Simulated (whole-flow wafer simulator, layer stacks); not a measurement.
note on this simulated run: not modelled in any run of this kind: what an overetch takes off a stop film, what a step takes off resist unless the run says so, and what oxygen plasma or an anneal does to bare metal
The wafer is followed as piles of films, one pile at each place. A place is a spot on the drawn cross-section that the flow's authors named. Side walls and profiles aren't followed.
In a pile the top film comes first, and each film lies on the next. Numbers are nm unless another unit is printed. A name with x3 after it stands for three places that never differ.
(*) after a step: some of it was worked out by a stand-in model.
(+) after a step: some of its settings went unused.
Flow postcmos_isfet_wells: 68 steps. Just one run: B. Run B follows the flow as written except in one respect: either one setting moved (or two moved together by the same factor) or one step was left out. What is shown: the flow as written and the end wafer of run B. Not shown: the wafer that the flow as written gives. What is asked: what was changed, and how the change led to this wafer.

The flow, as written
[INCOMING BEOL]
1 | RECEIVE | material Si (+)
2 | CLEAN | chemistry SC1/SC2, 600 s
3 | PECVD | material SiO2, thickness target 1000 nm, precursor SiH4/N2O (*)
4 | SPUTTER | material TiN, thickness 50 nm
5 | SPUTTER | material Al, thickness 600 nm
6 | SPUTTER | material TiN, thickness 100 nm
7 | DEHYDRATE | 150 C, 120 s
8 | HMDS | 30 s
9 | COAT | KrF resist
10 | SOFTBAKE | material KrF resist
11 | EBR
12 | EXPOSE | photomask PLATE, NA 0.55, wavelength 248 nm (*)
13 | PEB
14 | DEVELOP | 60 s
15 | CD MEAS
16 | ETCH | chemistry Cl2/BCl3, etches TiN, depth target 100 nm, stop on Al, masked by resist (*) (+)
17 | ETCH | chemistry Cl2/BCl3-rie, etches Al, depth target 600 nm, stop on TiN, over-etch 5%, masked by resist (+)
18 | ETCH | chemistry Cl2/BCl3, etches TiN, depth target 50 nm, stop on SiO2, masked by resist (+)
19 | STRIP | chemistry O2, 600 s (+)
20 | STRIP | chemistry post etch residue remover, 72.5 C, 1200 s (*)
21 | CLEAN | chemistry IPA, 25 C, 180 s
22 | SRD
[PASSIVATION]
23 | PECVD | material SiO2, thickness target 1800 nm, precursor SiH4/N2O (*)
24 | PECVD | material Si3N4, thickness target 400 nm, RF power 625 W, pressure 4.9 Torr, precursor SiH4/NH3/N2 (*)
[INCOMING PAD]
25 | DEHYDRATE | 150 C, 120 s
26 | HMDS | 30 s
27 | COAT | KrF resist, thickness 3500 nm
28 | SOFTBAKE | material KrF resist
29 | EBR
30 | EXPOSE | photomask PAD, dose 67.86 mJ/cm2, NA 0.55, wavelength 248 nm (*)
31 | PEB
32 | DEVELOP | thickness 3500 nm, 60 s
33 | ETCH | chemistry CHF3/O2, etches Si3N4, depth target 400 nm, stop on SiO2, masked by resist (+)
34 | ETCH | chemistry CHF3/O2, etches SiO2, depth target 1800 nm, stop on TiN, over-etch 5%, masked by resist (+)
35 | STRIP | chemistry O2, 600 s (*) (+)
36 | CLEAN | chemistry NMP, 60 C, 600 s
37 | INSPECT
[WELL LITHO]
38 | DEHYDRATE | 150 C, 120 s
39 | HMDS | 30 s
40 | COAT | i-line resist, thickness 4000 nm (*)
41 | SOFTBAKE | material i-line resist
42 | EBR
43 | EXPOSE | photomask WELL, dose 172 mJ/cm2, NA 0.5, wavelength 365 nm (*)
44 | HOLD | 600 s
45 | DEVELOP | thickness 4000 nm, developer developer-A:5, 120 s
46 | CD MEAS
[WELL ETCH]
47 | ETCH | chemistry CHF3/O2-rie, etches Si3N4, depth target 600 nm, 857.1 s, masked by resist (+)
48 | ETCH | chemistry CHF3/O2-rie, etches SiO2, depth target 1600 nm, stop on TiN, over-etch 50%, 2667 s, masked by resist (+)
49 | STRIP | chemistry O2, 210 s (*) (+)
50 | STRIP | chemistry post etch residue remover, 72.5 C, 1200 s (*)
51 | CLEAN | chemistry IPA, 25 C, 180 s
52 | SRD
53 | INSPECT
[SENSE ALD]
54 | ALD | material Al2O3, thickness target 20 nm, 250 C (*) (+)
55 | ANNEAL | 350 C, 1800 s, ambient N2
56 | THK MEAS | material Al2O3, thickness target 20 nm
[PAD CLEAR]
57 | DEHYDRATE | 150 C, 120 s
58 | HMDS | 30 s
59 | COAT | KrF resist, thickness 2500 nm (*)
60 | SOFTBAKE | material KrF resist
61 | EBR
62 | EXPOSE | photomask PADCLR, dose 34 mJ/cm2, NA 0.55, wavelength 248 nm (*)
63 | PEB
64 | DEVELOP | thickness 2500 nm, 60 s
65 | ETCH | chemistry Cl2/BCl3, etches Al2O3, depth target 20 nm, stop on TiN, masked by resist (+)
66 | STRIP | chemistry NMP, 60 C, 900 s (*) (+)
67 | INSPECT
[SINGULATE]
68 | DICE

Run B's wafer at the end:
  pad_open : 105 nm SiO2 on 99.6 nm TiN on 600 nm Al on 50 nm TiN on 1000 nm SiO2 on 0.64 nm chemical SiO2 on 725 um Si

What caused this: step 33, ETCH: depth target 300 nm was run, whereas the flow has depth target 400 nm.

How this came from the change, step by step:
  33 | ETCH | chemistry CHF3/O2, etches Si3N4, depth target 400 nm, stop on SiO2, masked by resist (+)
      pad_open: Si3N4 loses 300 (as written it would have been: Si3N4 loses 400 (all of it))
      field, margin, well900, well1300 x3, pad_rim, pad_clr: KrF resist loses 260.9 (as written it would have been: KrF resist loses 347.8)
  34 | ETCH | chemistry CHF3/O2, etches SiO2, depth target 1800 nm, stop on TiN, over-etch 5%, masked by resist (+)
      pad_open: Si3N4 loses 100 (all of it), SiO2 loses 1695 (as written it would have been: SiO2 loses 1800 (all of it))
  35 | STRIP | chemistry O2, 600 s (*) (+)
      field, margin, well900, well1300 x3, pad_rim, pad_clr: KrF resist loses 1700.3 (all of it) (as written it would have been: KrF resist loses 1613.3 (all of it))
  41 | SOFTBAKE | material i-line resist
      pad_clr: i-line resist loses 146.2 (as written it would have been: i-line resist loses 156.7)
      pad_open: i-line resist gains 110.7 (as written it would have been: i-line resist gains 115.3)
  49 | STRIP | chemistry O2, 210 s (*) (+)
      pad_clr: i-line resist loses 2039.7 (all of it) (as written it would have been: i-line resist loses 1996.5 (all of it))
  59 | COAT | KrF resist, thickness 2500 nm (*)
      pad_clr: KrF resist gains 1726.8 (new film) (as written it would have been: KrF resist gains 1691.6 (new film))
  64 | DEVELOP | thickness 2500 nm, 60 s
      pad_clr: KrF resist loses 1711.1 (all of it) (as written it would have been: KrF resist loses 1676 (all of it))
